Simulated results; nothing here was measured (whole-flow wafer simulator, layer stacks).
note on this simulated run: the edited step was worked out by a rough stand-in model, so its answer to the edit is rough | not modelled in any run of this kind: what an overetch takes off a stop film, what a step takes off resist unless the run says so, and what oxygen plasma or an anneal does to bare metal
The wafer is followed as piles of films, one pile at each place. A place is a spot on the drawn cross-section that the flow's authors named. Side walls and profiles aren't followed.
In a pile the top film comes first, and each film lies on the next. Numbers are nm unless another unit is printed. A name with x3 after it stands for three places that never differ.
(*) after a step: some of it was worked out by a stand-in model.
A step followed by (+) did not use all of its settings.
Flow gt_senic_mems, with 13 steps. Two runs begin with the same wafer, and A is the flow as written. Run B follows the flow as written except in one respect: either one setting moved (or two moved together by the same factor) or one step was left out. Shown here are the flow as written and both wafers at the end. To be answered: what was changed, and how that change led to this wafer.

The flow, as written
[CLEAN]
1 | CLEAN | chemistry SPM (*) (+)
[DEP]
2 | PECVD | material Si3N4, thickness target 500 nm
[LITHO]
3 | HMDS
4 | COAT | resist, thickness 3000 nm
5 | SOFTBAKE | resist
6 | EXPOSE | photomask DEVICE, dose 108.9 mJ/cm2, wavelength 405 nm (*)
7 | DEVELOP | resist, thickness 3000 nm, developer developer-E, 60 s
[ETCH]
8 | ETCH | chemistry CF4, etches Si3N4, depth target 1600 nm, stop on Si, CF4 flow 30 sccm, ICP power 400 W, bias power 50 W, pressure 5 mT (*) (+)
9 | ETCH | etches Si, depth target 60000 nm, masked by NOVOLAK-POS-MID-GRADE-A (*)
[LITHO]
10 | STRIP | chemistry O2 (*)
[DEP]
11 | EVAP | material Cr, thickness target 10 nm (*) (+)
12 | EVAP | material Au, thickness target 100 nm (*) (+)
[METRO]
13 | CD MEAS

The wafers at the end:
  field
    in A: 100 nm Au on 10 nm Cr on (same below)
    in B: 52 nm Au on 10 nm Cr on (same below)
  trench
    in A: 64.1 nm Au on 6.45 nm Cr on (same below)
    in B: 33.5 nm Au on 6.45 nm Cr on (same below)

Cause: step 12, EVAP: thickness target 52 nm was run, whereas the flow has thickness target 100 nm.
The wafer lets one read it off: field has Au 52, and step 12 as written asks for 100 nm.

How this came from the change, step by step:
  12 | EVAP | material Au, thickness target 100 nm (*) (+)
      field: A Au gains 100 (new film) | B Au gains 52 (new film)
      trench: A Au gains 64.1 (new film) | B Au gains 33.5 (new film)
